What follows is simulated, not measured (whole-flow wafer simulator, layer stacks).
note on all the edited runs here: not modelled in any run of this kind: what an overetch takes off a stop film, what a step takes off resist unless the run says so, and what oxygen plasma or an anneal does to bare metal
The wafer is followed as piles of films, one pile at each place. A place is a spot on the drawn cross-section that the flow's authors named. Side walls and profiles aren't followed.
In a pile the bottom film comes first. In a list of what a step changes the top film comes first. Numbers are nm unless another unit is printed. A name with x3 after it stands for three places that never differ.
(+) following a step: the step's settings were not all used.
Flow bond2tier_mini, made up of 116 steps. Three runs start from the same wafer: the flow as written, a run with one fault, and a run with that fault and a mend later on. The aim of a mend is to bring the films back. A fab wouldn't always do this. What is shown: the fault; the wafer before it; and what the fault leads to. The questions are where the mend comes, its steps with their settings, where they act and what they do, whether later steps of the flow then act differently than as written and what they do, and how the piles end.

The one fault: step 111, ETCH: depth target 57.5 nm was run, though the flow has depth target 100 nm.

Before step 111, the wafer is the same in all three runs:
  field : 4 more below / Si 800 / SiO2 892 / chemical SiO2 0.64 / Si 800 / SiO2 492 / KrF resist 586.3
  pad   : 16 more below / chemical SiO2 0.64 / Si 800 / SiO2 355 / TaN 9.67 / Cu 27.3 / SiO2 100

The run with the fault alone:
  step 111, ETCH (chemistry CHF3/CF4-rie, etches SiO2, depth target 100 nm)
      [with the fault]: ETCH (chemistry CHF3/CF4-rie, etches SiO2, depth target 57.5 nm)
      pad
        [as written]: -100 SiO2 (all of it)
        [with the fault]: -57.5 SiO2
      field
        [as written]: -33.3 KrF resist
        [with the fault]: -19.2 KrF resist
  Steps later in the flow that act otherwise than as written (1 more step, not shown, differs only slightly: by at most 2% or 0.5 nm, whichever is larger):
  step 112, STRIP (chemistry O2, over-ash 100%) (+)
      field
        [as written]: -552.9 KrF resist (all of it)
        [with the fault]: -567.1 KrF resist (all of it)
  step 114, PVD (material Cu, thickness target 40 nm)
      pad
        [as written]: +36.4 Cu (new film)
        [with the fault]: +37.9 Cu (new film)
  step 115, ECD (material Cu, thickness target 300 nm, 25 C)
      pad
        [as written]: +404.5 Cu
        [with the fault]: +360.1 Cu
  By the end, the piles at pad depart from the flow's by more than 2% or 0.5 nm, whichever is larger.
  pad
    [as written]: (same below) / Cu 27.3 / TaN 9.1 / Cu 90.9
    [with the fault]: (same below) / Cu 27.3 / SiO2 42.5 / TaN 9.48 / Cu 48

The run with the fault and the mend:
  After step 111 comes the mend.
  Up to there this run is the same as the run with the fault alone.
  step 111a, ETCH (chemistry CHF3/CF4-rie, etches SiO2, depth target 42.5 nm) (the flow's step 111 again, with other settings)
      field
        -14.2 KrF resist
      pad
        -42.5 SiO2 (all of it)
  None of the later steps of the flow acts differently than as written at any place that is followed.
  By the end, the piles equal the flow's at every place that both follow.
